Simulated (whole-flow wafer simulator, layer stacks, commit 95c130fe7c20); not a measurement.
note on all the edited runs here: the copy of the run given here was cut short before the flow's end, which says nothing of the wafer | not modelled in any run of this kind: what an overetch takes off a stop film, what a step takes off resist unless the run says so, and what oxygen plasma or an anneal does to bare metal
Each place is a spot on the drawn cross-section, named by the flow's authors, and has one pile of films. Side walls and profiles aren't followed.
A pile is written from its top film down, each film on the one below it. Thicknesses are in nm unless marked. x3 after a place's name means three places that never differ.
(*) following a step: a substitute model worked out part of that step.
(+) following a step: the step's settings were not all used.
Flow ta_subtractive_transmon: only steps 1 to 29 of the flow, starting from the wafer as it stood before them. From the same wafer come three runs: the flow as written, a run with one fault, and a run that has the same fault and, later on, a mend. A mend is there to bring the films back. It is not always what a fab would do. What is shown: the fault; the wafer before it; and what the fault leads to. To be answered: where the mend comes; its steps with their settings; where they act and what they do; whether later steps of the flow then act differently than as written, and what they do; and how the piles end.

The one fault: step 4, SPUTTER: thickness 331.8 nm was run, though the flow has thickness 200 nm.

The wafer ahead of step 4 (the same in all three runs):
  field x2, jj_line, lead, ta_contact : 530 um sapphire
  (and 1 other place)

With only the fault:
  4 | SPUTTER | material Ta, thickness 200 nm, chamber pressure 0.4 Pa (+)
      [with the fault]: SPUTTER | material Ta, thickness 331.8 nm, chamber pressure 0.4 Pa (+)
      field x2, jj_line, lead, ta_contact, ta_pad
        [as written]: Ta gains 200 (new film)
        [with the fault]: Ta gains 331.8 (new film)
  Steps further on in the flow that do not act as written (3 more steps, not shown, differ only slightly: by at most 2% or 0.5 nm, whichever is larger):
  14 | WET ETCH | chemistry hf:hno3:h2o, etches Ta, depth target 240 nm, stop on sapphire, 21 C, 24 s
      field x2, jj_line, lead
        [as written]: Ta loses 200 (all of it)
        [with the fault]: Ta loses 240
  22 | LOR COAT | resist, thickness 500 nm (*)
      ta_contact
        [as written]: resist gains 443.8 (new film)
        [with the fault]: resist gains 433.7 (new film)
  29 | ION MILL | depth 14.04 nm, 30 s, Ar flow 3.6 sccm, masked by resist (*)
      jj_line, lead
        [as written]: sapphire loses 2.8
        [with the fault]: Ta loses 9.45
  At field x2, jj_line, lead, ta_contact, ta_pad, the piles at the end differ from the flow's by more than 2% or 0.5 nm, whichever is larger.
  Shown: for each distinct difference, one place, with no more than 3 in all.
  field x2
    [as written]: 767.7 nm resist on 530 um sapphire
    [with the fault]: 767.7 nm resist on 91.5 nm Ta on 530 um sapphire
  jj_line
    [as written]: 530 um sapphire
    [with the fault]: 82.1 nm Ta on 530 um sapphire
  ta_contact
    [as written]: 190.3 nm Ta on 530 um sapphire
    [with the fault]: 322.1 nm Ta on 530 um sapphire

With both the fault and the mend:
  The mend stands after step 5.
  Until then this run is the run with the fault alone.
  5a | WET ETCH | chemistry hf:hno3:h2o, etches Ta, depth target 131.8 nm, stop on sapphire, 21 C, 13.18 s
      field x2, jj_line, lead, ta_contact, ta_pad
        Ta loses 131.8
  None of the later steps of the flow acts differently than as written at any place that is followed.
  At every place that both follow, the piles at the end match the flow's.
